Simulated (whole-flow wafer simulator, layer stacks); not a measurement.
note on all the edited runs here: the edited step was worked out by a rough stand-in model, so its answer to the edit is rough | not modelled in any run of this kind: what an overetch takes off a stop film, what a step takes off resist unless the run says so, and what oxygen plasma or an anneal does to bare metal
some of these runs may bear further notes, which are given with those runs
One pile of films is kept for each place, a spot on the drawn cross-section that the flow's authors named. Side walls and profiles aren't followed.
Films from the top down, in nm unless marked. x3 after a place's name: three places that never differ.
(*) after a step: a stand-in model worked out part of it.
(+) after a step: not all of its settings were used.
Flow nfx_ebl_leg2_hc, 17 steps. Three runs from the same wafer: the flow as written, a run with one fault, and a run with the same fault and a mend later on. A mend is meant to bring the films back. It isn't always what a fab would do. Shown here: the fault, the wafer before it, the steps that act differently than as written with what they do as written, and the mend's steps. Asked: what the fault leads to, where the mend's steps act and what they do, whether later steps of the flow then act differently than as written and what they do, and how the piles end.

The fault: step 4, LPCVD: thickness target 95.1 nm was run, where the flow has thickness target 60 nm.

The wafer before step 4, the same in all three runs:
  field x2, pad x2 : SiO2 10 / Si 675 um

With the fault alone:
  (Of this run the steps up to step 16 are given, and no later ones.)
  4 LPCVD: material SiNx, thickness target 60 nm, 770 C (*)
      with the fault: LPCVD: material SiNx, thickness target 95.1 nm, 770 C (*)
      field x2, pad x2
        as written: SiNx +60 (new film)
        with the fault: SiNx +95.1 (new film)
  Later steps of the flow that act differently than as written:
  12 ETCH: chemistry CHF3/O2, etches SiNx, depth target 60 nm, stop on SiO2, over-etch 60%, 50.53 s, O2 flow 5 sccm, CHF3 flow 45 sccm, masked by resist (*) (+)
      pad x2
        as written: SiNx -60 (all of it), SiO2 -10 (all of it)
        with the fault: SiNx -95.1 (all of it), SiO2 -0.45
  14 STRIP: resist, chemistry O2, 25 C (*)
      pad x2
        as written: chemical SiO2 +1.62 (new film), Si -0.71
        with the fault: nothing
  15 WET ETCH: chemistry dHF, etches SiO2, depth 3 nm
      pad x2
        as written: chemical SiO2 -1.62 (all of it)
        with the fault: SiO2 -3
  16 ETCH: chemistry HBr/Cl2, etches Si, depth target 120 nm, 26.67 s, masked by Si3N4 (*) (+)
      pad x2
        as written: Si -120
        with the fault: SiO2 -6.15
  After step 16 the piles differ from the flow's by more than 2% or 0.5 nm, whichever is larger, at field x2.
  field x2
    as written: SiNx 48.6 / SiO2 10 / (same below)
    with the fault: SiNx 83.7 / SiO2 10 / (same below)

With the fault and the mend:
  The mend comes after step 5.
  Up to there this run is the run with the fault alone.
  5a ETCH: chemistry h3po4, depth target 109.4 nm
      field x2, pad x2
        SiNx -95.1 (all of it)
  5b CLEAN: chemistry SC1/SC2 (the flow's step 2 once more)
      changes no film at any place that is followed
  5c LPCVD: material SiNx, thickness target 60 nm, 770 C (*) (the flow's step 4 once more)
      field x2, pad x2
        SiNx +60 (new film)
  No later step of the flow acts differently than as written at any place that is followed.
  At the end the piles are the same as the flow's at every place that both follow.
